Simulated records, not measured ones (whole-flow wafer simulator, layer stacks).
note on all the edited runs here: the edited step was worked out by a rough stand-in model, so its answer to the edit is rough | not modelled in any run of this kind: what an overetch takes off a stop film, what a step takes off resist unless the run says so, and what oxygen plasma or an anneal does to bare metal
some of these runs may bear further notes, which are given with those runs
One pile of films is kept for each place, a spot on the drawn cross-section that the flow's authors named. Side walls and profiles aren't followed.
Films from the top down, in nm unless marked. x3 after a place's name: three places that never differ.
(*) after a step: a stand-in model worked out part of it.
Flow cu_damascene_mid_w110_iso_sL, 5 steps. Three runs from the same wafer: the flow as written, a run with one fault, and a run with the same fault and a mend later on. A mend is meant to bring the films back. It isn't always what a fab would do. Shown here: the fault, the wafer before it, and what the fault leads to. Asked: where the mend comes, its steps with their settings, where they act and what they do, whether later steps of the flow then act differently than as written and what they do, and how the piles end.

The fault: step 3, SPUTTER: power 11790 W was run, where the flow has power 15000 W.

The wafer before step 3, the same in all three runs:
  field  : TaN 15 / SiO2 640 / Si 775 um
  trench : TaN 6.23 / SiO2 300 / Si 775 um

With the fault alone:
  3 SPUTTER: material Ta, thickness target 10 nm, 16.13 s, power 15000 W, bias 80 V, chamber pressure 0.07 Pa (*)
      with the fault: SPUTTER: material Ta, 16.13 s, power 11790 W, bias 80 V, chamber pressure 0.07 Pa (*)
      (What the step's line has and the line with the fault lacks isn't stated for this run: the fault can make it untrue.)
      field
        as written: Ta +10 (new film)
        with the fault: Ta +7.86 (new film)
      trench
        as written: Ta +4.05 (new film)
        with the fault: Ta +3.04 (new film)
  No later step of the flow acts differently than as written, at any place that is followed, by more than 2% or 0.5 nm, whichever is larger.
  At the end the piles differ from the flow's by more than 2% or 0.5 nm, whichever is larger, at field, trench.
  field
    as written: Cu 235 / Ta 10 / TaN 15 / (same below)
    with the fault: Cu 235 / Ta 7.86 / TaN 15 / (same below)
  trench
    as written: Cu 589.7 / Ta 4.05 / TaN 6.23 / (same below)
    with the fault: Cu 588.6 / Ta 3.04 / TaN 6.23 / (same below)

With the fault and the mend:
  The mend comes after step 3.
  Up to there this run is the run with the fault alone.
  3a SPUTTER: material Ta, 3.531 s, power 15000 W, bias 80 V, chamber pressure 0.07 Pa (*) (the flow's step 3 once more, with other settings)
      field
        Ta +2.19
      trench
        Ta +0.86
  No later step of the flow acts differently than as written, at any place that is followed, by more than 2% or 0.5 nm, whichever is larger.
  At the end the piles differ from the flow's only slightly at the places that both follow, by at most 2% or 0.5 nm, whichever is larger.
